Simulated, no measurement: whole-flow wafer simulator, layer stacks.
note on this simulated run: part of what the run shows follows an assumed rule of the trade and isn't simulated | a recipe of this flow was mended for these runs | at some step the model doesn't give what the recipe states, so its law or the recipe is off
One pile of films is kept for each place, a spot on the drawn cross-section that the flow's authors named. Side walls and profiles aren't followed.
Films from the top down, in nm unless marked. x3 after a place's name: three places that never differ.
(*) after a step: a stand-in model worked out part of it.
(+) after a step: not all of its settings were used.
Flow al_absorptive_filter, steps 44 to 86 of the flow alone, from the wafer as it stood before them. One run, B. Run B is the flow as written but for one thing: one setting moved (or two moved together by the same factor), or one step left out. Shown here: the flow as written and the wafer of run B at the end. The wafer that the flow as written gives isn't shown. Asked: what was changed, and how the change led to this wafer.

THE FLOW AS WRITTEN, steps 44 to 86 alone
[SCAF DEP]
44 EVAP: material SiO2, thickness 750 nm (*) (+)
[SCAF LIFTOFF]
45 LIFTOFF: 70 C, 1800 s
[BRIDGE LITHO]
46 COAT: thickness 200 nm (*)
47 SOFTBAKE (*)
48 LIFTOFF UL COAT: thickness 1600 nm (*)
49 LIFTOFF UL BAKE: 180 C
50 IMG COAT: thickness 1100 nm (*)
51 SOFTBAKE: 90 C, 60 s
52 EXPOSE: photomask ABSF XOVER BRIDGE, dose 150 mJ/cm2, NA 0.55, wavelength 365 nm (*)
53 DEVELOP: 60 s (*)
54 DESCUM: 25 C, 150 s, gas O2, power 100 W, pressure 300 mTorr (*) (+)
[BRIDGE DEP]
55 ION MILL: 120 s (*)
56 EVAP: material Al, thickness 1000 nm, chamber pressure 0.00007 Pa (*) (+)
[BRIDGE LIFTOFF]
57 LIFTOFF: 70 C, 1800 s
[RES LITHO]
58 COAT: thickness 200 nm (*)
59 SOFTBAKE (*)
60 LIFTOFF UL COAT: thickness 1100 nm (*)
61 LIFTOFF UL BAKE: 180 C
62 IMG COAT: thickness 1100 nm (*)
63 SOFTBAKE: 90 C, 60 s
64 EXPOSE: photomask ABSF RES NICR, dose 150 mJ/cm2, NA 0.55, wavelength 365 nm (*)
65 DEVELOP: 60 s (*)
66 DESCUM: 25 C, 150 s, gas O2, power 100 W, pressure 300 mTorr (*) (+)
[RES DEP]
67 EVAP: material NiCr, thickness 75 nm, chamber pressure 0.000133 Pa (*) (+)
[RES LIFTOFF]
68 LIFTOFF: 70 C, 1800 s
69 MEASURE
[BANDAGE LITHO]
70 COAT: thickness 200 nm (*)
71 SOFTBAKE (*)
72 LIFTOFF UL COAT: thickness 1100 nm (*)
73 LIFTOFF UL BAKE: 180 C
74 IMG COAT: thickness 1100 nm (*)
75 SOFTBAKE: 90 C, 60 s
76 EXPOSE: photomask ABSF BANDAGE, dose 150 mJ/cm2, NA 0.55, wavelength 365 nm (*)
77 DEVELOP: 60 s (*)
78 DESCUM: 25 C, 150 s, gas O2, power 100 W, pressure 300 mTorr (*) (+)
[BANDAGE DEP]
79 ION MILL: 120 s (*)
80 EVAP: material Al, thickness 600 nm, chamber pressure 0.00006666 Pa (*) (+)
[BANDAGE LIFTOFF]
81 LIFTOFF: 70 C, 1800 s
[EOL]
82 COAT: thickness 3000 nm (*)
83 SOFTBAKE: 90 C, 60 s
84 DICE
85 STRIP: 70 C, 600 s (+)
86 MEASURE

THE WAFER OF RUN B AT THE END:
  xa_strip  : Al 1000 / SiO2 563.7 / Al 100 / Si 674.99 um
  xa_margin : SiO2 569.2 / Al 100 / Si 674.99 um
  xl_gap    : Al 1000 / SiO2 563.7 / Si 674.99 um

The cause: step 44, EVAP: thickness 588 nm was run, where the flow has thickness 750 nm.

How the change led to this, step by step:
  44 EVAP: material SiO2, thickness 750 nm (*) (+)
      gnd, pad_far, pad_near and 10 more: SiO2 +588 (new film) (as written it would be: SiO2 +750 (new film))
      xa_margin: SiO2 +569.2 (new film) (as written it would be: SiO2 +726 (new film))
  45 LIFTOFF: 70 C, 1800 s
      gnd, xa_field, xl_land, idc_field: SiO2 -588 (all of it), i-line-resist -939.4 (all of it), lift-off-underlayer -1100 (all of it), acrylic-e-beam-resist -200 (all of it) (as written it would be: SiO2 -750 (all of it), i-line-resist -939.4 (all of it), lift-off-underlayer -1100 (all of it), acrylic-e-beam-resist -200 (all of it))
      pad_far: SiO2 -588 (all of it), i-line-resist -937 (all of it), lift-off-underlayer -1092.7 (all of it), acrylic-e-beam-resist -198.5 (all of it) (as written it would be: SiO2 -750 (all of it), i-line-resist -937 (all of it), lift-off-underlayer -1092.7 (all of it), acrylic-e-beam-resist -198.5 (all of it))
      (and at 5 more places)
  46 COAT: thickness 200 nm (*)
      xa_margin: acrylic-e-beam-resist +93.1 (new film) (as written it would be: acrylic-e-beam-resist +87.1 (new film))
      xa_strip: acrylic-e-beam-resist +169.6 (new film) (as written it would be: acrylic-e-beam-resist +156.7 (new film))
      (and at 2 more places)
  48 LIFTOFF UL COAT: thickness 1600 nm (*)
      xa_margin: lift-off-underlayer +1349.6 (new film) (as written it would be: lift-off-underlayer +1268 (new film))
      xa_strip: lift-off-underlayer +1288 (new film) (as written it would be: lift-off-underlayer +1219 (new film))
      (and at 2 more places)
  50 IMG COAT: thickness 1100 nm (*)
      xa_margin: i-line-resist +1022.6 (new film) (as written it would be: i-line-resist +995.2 (new film))
      xa_strip: i-line-resist +997.3 (new film) (as written it would be: i-line-resist +962 (new film))
      (and at 2 more places)
  53 DEVELOP: 60 s (*)
      xa_strip: i-line-resist -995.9 (all of it), lift-off-underlayer -1288 (all of it) (as written it would be: i-line-resist -960.1 (all of it), lift-off-underlayer -1219 (all of it))
      xl_gap: i-line-resist -1028.3 (all of it), lift-off-underlayer -1396 (all of it) (as written it would be: i-line-resist -1001.2 (all of it), lift-off-underlayer -1316.9 (all of it))
      (and at 1 more place)
  54 DESCUM: 25 C, 150 s, gas O2, power 100 W, pressure 300 mTorr (*) (+)
      xa_strip: acrylic-e-beam-resist -169.6 (all of it) (as written it would be: acrylic-e-beam-resist -156.7 (all of it))
      xl_gap: acrylic-e-beam-resist -113.2 (all of it) (as written it would be: acrylic-e-beam-resist -97.9 (all of it))
      (and at 1 more place)
  57 LIFTOFF: 70 C, 1800 s
      xa_margin: Al -1000 (all of it), i-line-resist -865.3 (all of it), lift-off-underlayer -1349.6 (all of it), acrylic-e-beam-resist -93.1 (all of it) (as written it would be: Al -1000 (all of it), i-line-resist -836.1 (all of it), lift-off-underlayer -1268 (all of it), acrylic-e-beam-resist -87.1 (all of it))
  58 COAT: thickness 200 nm (*)
      xa_margin: acrylic-e-beam-resist +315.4 (new film) (as written it would be: acrylic-e-beam-resist +288.1 (new film))
      xa_strip: acrylic-e-beam-resist +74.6 (new film) (as written it would be: acrylic-e-beam-resist +66.9 (new film))
      (and at 2 more places)
  60 LIFTOFF UL COAT: thickness 1100 nm (*)
      xa_margin: lift-off-underlayer +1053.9 (new film) (as written it would be: lift-off-underlayer +1021 (new film))
      xa_strip: lift-off-underlayer +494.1 (new film) (as written it would be: lift-off-underlayer +459.8 (new film))
      (and at 2 more places)
  62 IMG COAT: thickness 1100 nm (*)
      xa_margin: i-line-resist +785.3 (new film) (as written it would be: i-line-resist +741.1 (new film))
      xa_strip: i-line-resist +637.5 (new film) (as written it would be: i-line-resist +577.9 (new film))
      (and at 2 more places)
  63 SOFTBAKE: 90 C, 60 s
      xl_turn: i-line-resist -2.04 (as written it would be: i-line-resist -2.67)
  68 LIFTOFF: 70 C, 1800 s
      xa_margin: NiCr -75 (all of it), i-line-resist -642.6 (all of it), lift-off-underlayer -1053.9 (all of it), acrylic-e-beam-resist -315.4 (all of it) (as written it would be: NiCr -75 (all of it), i-line-resist -598.1 (all of it), lift-off-underlayer -1021 (all of it), acrylic-e-beam-resist -288.1 (all of it))
      xa_strip: NiCr -75 (all of it), i-line-resist -492.8 (all of it), lift-off-underlayer -494.1 (all of it), acrylic-e-beam-resist -74.6 (all of it) (as written it would be: NiCr -75 (all of it), i-line-resist -433.3 (all of it), lift-off-underlayer -459.8 (all of it), acrylic-e-beam-resist -66.9 (all of it))
      (and at 2 more places)
  70 COAT: thickness 200 nm (*)
      xa_margin: acrylic-e-beam-resist +315.4 (new film) (as written it would be: acrylic-e-beam-resist +288.1 (new film))
      xa_strip: acrylic-e-beam-resist +74.6 (new film) (as written it would be: acrylic-e-beam-resist +66.9 (new film))
      (and at 2 more places)
  72 LIFTOFF UL COAT: thickness 1100 nm (*)
      xa_margin: lift-off-underlayer +1053.9 (new film) (as written it would be: lift-off-underlayer +1021 (new film))
      xa_strip: lift-off-underlayer +494.1 (new film) (as written it would be: lift-off-underlayer +459.8 (new film))
      (and at 2 more places)
  74 IMG COAT: thickness 1100 nm (*)
      xa_margin: i-line-resist +785.3 (new film) (as written it would be: i-line-resist +741.1 (new film))
      xa_strip: i-line-resist +637.5 (new film) (as written it would be: i-line-resist +577.9 (new film))
      (and at 2 more places)
  ... 4 more steps ...
  85 STRIP: 70 C, 600 s (+)
      xa_margin: i-line-resist -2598 (all of it) (as written it would be: i-line-resist -2469.3 (all of it))
      xa_strip: i-line-resist -1609.2 (all of it) (as written it would be: i-line-resist -1477 (all of it))
      (and at 2 more places)
